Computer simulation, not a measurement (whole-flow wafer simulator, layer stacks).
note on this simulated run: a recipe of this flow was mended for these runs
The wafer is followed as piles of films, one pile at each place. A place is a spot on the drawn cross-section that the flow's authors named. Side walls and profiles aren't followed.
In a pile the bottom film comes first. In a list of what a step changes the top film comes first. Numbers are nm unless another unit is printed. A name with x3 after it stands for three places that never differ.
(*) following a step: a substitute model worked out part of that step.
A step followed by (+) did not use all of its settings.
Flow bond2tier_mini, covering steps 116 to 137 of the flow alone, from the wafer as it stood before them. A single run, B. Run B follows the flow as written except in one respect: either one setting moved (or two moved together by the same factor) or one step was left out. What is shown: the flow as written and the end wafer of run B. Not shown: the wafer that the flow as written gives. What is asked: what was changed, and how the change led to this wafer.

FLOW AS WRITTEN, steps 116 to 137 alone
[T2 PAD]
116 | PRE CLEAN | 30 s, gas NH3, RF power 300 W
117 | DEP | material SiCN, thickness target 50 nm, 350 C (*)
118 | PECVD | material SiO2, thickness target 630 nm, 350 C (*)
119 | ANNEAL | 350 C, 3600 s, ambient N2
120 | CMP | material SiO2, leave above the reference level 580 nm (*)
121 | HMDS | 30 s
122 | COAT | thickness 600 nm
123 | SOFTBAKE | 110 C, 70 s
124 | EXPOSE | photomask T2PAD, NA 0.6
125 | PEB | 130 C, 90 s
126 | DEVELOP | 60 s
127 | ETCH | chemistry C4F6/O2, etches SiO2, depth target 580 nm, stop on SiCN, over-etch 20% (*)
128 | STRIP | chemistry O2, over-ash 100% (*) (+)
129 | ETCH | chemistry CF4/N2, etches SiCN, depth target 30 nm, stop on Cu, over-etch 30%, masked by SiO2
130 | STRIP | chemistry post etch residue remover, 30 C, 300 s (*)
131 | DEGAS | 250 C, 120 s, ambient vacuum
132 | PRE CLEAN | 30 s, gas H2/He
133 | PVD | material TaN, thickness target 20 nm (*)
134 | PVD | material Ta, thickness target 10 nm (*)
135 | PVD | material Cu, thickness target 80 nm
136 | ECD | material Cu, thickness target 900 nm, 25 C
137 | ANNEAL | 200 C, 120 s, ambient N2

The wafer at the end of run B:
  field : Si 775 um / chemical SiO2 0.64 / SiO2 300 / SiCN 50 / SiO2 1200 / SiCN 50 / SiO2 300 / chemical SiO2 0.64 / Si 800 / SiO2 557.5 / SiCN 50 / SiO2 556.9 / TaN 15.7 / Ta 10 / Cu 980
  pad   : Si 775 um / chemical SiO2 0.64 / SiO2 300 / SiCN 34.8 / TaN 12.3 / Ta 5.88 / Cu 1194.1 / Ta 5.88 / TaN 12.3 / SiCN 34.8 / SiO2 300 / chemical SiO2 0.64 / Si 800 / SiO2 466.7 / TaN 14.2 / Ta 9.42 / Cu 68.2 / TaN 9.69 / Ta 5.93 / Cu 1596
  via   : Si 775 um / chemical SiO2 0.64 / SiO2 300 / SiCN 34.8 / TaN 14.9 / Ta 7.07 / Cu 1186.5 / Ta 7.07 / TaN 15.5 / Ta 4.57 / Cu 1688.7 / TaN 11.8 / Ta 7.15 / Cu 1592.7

What caused this: step 133, PVD: thickness target 15.7 nm was run, whereas the flow has thickness target 20 nm.
One can read it off the wafer: field has TaN 15.7, and step 133 as written asks for 20 nm.

The path from the change to this, step by step:
  133 | PVD | material TaN, thickness target 20 nm (*)
      field: TaN gains 15.7 (new film) (it would be, as written: TaN gains 20 (new film))
      pad: TaN gains 9.69 (new film) (it would be, as written: TaN gains 12.3 (new film))
      (as well as at 1 more place)
